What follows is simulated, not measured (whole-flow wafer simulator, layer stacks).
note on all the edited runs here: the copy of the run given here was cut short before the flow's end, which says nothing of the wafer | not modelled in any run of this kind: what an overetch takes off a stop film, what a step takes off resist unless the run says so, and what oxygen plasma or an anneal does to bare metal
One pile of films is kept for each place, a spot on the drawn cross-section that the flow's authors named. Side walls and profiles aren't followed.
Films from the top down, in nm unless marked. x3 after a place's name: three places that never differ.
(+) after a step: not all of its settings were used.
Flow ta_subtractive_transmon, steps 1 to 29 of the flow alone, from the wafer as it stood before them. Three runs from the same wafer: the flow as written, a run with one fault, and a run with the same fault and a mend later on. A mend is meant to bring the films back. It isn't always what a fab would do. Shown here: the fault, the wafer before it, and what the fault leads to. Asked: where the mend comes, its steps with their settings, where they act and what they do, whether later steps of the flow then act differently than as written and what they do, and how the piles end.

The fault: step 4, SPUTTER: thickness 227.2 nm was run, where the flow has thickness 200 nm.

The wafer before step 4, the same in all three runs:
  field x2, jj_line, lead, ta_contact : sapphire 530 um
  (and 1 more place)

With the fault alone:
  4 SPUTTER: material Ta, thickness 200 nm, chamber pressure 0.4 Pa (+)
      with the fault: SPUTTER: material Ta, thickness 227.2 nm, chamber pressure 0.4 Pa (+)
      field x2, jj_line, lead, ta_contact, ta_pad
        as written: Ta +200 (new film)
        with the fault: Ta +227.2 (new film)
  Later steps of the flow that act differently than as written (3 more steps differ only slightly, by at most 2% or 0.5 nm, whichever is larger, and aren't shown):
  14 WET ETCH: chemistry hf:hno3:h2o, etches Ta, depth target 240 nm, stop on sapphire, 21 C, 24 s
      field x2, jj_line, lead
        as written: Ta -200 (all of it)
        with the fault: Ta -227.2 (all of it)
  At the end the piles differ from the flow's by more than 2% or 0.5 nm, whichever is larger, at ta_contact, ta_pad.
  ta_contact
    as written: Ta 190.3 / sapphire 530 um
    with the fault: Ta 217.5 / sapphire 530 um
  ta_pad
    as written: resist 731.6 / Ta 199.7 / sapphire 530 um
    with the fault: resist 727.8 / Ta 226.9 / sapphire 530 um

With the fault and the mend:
  The mend comes after step 5.
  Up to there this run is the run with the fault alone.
  5a WET ETCH: chemistry hf:hno3:h2o, etches Ta, depth target 261.4 nm, stop on sapphire, 21 C, 26.14 s
      field x2, jj_line, lead, ta_contact, ta_pad
        Ta -227.2 (all of it)
  5b SPUTTER: material Ta, thickness 200 nm, chamber pressure 0.4 Pa (+) (the flow's step 4 once more)
      field x2, jj_line, lead, ta_contact, ta_pad
        Ta +200 (new film)
  No later step of the flow acts differently than as written at any place that is followed.
  At the end the piles are the same as the flow's at every place that both follow.
